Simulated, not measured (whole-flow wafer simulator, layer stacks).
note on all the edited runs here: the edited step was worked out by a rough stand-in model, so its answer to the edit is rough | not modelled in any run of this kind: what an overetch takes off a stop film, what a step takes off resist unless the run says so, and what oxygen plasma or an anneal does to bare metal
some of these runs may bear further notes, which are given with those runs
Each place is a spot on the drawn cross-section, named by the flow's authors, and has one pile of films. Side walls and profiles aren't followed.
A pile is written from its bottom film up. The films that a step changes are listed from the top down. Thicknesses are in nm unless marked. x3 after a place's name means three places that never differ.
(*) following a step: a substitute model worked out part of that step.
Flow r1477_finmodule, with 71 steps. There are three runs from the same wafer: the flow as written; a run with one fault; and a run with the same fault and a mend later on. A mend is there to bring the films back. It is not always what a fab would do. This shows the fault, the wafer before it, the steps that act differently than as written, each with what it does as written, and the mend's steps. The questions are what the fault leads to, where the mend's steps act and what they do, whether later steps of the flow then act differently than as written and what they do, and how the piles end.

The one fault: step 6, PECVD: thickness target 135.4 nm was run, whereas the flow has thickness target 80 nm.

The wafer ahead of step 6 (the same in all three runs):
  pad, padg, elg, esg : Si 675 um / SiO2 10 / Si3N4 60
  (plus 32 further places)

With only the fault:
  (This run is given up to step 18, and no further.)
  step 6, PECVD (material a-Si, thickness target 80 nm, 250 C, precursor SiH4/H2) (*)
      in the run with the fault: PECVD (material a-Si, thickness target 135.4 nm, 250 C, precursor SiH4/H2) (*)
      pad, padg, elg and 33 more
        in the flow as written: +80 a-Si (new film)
        in the run with the fault: +135.4 a-Si (new film)
  Later steps of the flow acting differently than as written:
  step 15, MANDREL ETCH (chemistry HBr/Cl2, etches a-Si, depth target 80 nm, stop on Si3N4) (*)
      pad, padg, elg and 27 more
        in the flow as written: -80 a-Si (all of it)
        in the run with the fault: -80 a-Si
  Once step 18 is done, the piles at pad, padg, elg and 33 more depart from the flow's by more than 2% or 0.5 nm, whichever is larger.
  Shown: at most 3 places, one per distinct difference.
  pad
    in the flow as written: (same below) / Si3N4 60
    in the run with the fault: (same below) / Si3N4 60 / a-Si 55.4
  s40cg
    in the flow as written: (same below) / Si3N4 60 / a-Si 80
    in the run with the fault: (same below) / Si3N4 60 / a-Si 135.4

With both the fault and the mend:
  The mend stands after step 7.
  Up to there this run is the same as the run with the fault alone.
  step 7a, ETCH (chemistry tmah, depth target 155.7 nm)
      pad, padg, elg and 33 more
        -135.4 a-Si (all of it)
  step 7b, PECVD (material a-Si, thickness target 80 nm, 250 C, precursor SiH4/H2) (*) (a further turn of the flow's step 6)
      pad, padg, elg and 33 more
        +80 a-Si (new film)
  Every later step of the flow that is run acts as written at every place that is followed.
  The piles end the same as the flow's at every place that both follow.
